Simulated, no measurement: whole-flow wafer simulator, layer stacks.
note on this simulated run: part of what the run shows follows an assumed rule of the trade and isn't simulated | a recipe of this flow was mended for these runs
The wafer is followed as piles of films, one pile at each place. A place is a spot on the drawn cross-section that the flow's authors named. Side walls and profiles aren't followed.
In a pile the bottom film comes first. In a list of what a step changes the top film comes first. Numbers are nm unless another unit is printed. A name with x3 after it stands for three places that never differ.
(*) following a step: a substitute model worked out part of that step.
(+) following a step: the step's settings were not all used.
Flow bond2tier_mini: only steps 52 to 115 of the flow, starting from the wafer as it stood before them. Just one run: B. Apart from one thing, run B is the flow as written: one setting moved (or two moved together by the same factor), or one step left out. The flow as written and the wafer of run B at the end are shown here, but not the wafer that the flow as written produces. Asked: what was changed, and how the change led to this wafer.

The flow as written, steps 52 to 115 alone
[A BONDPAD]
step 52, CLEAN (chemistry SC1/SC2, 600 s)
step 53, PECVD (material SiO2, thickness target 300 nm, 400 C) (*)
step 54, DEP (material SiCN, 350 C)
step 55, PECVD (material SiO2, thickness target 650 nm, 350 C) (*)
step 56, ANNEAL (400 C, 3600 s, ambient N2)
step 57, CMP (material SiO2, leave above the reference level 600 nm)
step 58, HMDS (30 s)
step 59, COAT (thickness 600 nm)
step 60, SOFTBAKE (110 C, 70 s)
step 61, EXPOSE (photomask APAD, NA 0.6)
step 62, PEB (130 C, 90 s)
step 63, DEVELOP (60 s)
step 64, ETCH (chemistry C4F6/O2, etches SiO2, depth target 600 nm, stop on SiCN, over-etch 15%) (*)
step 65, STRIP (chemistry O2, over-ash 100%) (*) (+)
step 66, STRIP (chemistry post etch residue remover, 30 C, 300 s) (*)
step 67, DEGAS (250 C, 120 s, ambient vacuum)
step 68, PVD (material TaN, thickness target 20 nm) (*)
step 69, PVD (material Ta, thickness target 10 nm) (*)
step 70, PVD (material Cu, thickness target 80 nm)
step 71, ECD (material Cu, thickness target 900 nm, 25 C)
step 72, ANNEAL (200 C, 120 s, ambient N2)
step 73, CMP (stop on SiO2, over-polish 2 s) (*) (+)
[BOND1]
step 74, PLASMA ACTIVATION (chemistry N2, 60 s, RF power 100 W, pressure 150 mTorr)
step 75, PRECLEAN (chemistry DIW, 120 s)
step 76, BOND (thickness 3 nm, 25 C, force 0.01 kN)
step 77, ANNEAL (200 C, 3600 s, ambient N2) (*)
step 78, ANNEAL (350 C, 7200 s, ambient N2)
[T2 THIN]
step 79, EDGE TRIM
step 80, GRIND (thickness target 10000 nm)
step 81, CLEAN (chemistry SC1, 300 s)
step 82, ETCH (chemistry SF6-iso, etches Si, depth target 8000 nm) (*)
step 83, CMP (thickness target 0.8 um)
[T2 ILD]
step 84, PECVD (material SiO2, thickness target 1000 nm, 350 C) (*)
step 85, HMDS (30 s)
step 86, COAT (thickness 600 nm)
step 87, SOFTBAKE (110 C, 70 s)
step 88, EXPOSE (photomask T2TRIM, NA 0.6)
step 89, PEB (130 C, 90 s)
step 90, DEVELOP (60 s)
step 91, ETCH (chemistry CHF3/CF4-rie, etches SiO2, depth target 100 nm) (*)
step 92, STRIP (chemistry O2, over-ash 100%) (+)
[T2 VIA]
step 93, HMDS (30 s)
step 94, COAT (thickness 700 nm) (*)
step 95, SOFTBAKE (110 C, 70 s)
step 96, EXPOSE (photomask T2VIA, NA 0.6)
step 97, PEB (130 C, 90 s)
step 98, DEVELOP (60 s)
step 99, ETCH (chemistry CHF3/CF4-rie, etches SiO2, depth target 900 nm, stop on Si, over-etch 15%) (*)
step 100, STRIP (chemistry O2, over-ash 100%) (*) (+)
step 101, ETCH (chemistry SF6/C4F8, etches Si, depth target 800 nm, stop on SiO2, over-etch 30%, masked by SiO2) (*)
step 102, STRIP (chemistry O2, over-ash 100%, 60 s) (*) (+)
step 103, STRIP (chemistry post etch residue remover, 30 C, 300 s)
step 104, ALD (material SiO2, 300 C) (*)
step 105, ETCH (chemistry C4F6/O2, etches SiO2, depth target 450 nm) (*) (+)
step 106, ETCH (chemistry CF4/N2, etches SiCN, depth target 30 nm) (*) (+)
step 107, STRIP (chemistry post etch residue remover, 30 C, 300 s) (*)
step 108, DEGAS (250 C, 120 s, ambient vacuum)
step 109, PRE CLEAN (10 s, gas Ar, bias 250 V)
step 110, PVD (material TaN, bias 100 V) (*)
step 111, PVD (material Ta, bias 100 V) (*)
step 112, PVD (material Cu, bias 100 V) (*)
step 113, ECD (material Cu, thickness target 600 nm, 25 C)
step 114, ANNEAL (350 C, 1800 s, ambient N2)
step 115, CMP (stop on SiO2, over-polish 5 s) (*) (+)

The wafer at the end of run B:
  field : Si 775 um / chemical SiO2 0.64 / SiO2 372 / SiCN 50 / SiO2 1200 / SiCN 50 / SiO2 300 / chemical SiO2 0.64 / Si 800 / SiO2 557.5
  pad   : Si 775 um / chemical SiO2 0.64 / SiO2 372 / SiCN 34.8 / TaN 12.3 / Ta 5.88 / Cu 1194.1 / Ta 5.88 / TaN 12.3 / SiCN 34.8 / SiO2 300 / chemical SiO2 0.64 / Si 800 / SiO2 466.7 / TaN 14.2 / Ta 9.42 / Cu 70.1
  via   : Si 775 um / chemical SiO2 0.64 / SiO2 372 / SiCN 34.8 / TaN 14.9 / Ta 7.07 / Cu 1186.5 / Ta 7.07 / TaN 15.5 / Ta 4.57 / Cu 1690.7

Cause: step 53, PECVD: thickness target 372 nm was run, whereas the flow has thickness target 300 nm.
The wafer lets one read it off: field has SiO2 372, and step 53 as written asks for 300 nm.

The path from the change to this, step by step:
  step 53, PECVD (material SiO2, thickness target 300 nm, 400 C) (*)
      field, pad, via: SiO2 gains 372 (new film) (in the flow as written it would be: SiO2 gains 300 (new film))
